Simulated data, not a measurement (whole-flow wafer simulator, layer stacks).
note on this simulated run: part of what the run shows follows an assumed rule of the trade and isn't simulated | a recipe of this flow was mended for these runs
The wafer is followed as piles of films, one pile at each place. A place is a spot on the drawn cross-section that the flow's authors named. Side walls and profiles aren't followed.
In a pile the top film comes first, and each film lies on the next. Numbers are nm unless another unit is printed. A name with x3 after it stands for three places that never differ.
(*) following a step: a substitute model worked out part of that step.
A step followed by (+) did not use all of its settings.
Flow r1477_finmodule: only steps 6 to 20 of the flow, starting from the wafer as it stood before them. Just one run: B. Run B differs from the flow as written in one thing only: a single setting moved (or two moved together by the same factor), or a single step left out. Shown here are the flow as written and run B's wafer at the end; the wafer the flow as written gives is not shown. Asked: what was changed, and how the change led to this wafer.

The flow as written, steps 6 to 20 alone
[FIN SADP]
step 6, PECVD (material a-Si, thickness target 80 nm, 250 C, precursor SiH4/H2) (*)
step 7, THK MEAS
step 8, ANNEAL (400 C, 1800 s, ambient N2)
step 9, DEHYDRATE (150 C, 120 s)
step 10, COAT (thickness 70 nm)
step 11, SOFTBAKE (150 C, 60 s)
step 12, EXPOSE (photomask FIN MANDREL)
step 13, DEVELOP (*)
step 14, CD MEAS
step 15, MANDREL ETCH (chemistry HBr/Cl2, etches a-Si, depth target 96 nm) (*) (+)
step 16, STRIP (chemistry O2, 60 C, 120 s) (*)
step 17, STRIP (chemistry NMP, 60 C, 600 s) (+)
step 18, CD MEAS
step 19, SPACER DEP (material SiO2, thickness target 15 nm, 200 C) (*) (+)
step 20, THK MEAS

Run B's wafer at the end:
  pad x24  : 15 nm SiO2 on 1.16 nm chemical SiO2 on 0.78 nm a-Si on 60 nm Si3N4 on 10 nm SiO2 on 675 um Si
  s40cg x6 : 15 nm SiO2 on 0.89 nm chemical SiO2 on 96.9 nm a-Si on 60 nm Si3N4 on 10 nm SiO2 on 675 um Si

What caused this: step 6, PECVD: thickness target 97.3 nm was run, while the flow as written has thickness target 80 nm.

The path from the change to this, step by step:
  step 6, PECVD (material a-Si, thickness target 80 nm, 250 C, precursor SiH4/H2) (*)
      pad x24, s40cg x6, s40sg_line x6: +97.3 a-Si (new film) (in the flow as written it would be: +80 a-Si (new film))
  step 15, MANDREL ETCH (chemistry HBr/Cl2, etches a-Si, depth target 96 nm) (*) (+)
      pad x24, s40sg_line x6: -96 a-Si (in the flow as written it would be: -80 a-Si (all of it), -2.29 Si3N4)
  step 16, STRIP (chemistry O2, 60 C, 120 s) (*)
      pad x24, s40sg_line x6: +1.16 chemical SiO2 (new film), -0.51 a-Si (in the flow as written it would be: nothing)
